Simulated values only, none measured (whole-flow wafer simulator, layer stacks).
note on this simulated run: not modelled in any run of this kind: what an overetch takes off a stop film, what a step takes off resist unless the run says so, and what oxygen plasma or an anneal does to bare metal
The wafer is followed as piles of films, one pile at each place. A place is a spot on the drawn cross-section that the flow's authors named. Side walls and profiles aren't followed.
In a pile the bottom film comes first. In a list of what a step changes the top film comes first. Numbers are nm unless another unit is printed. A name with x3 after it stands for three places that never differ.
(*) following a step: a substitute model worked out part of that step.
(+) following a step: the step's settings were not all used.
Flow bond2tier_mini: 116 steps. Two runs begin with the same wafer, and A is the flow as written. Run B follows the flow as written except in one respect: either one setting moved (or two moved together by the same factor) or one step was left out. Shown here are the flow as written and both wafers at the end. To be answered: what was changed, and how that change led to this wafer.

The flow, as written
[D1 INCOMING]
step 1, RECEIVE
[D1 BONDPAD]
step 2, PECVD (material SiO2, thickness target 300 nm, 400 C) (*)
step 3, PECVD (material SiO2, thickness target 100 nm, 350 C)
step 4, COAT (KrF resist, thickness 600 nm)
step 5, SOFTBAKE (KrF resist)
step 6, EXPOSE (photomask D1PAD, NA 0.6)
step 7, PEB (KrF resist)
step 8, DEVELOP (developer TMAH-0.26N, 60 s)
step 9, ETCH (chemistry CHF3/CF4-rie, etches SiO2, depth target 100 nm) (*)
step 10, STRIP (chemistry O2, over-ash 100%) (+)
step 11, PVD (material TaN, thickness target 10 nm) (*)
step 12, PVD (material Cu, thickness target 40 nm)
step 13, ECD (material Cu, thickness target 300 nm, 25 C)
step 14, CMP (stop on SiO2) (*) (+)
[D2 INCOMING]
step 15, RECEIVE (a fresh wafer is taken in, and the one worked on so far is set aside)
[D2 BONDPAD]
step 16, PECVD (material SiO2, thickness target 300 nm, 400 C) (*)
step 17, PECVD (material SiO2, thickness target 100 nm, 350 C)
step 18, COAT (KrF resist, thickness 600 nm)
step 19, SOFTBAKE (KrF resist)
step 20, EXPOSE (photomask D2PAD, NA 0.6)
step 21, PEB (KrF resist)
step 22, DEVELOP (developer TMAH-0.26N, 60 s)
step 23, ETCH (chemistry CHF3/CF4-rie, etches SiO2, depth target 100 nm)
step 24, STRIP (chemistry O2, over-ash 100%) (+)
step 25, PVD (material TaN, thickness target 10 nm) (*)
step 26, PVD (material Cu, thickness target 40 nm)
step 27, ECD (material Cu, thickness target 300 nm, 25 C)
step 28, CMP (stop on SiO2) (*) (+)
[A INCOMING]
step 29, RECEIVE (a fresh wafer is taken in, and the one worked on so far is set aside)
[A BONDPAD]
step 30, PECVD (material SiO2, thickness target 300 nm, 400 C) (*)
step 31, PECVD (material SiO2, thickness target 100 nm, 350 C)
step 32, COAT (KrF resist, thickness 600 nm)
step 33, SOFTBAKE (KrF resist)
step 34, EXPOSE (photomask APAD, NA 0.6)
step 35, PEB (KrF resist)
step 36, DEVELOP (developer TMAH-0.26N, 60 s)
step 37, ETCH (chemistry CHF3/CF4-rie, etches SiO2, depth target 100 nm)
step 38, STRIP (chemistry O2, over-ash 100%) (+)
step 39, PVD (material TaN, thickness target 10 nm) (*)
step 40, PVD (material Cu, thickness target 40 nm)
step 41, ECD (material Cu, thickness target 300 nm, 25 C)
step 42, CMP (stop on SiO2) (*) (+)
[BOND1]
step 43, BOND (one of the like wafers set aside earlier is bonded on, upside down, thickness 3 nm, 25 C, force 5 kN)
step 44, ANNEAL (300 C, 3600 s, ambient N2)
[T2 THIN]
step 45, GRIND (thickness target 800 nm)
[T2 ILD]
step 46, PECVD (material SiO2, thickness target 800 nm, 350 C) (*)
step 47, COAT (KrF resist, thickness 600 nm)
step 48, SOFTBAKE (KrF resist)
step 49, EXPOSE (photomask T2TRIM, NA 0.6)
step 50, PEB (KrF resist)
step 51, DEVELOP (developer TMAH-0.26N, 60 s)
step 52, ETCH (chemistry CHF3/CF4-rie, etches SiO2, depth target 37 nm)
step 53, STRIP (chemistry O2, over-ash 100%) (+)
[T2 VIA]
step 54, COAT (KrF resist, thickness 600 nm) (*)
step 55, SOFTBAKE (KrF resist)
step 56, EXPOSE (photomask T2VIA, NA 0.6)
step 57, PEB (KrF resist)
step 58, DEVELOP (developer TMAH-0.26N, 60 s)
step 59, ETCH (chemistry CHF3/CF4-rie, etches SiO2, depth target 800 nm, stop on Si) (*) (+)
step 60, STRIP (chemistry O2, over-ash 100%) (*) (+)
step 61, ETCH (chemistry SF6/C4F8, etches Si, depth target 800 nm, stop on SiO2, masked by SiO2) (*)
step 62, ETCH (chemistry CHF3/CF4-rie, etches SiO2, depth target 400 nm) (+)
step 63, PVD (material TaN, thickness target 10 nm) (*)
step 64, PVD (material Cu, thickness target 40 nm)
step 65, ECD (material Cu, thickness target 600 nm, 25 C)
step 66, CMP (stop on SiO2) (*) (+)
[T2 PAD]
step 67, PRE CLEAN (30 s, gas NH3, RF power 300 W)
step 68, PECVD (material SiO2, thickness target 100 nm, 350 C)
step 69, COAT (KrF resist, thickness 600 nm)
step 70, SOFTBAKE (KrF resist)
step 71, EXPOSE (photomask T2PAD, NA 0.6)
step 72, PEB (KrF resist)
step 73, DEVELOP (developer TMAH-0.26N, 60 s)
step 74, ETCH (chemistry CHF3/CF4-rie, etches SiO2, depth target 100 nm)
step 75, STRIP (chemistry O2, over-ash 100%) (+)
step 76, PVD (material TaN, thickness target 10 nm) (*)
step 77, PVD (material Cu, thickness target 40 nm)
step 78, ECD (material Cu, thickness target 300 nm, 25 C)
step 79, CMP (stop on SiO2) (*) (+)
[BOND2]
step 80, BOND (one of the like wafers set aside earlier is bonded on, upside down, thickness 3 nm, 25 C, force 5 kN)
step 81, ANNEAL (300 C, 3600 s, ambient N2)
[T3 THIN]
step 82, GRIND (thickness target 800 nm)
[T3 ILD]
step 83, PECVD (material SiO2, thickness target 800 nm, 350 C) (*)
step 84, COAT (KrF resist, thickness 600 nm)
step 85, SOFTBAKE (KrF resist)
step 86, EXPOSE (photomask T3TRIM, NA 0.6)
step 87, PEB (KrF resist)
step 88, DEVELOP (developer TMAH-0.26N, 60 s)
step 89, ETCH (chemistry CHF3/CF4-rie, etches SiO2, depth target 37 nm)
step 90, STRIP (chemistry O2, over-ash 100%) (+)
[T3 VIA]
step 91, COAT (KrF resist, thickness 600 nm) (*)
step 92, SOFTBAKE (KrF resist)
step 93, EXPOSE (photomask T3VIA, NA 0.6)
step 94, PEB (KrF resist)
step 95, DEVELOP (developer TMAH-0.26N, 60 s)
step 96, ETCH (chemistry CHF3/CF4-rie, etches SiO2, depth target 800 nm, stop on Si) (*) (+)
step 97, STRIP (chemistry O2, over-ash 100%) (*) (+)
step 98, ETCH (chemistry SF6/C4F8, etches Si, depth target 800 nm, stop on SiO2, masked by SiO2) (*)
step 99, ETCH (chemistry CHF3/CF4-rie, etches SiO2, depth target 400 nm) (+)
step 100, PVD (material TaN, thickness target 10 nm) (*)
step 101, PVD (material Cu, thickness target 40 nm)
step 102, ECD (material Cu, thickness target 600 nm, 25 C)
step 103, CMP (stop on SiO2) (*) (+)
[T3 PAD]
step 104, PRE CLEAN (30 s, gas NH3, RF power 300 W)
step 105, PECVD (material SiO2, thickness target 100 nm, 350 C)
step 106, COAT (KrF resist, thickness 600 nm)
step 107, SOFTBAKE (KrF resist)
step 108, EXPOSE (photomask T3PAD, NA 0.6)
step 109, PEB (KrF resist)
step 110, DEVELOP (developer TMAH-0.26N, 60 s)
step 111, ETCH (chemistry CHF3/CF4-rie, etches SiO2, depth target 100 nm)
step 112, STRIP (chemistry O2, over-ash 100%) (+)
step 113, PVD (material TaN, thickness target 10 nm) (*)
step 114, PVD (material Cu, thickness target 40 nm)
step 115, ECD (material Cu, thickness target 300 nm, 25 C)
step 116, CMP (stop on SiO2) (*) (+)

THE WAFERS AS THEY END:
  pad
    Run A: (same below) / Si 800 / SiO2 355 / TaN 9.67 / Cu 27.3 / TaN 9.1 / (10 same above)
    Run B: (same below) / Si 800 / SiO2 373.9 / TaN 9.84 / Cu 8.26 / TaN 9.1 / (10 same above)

What caused this: step 52, ETCH: depth target 18.1 nm was run, while the flow as written has depth target 37 nm.

Step by step, how the change led to this:
  step 52, ETCH (chemistry CHF3/CF4-rie, etches SiO2, depth target 37 nm)
      pad, via: A SiO2 loses 37 | B SiO2 loses 18.1
      field: A KrF resist loses 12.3 | B KrF resist loses 6.03
  step 59, ETCH (chemistry CHF3/CF4-rie, etches SiO2, depth target 800 nm, stop on Si) (*) (+)
      via: A SiO2 loses 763 (all of it) | B SiO2 loses 781.9 (all of it)
  step 60, STRIP (chemistry O2, over-ash 100%) (*) (+)
      field: A KrF resist loses 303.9 (all of it) | B KrF resist loses 311.9 (all of it)
      pad: A KrF resist loses 336 (all of it) | B KrF resist loses 327.6 (all of it)
  step 65, ECD (material Cu, thickness target 600 nm, 25 C)
      pad: A Cu gains 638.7 | B Cu gains 618.9
